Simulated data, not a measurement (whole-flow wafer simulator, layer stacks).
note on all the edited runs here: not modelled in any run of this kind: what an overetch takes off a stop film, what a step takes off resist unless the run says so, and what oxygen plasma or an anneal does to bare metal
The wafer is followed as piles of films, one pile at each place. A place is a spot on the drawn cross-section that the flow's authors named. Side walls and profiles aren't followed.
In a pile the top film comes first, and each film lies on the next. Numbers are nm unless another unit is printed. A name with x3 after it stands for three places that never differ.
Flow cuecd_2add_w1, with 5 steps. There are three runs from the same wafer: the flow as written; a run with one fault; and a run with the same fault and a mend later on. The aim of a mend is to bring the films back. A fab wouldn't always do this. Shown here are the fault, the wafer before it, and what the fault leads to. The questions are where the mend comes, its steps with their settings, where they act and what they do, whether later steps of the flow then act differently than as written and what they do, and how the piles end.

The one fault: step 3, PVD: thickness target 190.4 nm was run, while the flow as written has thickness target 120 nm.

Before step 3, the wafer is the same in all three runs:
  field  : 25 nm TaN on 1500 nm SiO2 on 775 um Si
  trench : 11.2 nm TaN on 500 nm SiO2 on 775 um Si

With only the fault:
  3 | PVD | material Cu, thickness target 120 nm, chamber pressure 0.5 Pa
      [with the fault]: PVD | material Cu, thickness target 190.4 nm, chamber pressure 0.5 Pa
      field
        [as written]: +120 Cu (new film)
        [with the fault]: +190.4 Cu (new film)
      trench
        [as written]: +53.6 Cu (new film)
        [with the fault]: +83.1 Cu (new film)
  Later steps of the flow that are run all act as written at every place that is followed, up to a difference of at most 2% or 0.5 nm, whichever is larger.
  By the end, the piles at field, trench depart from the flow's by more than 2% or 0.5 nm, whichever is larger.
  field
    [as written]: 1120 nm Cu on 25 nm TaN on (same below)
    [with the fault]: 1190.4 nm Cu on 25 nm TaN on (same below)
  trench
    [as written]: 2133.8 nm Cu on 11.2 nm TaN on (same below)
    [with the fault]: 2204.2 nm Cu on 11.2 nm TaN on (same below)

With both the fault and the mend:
  The mend stands after step 3.
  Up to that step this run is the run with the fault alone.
  3a | ETCH | chemistry cu recess dil, depth target 218.1 nm
      field
        -190.4 Cu (all of it)
      trench
        -83.1 Cu (all of it)
  3b | PVD | material Cu, thickness target 120 nm, chamber pressure 0.5 Pa (the flow's step 3, run once more)
      field
        +120 Cu (new film)
      trench
        +53.6 Cu (new film)
  Later steps of the flow that are run all act as written at every place that is followed.
  At every place that both follow, the piles at the end match the flow's.
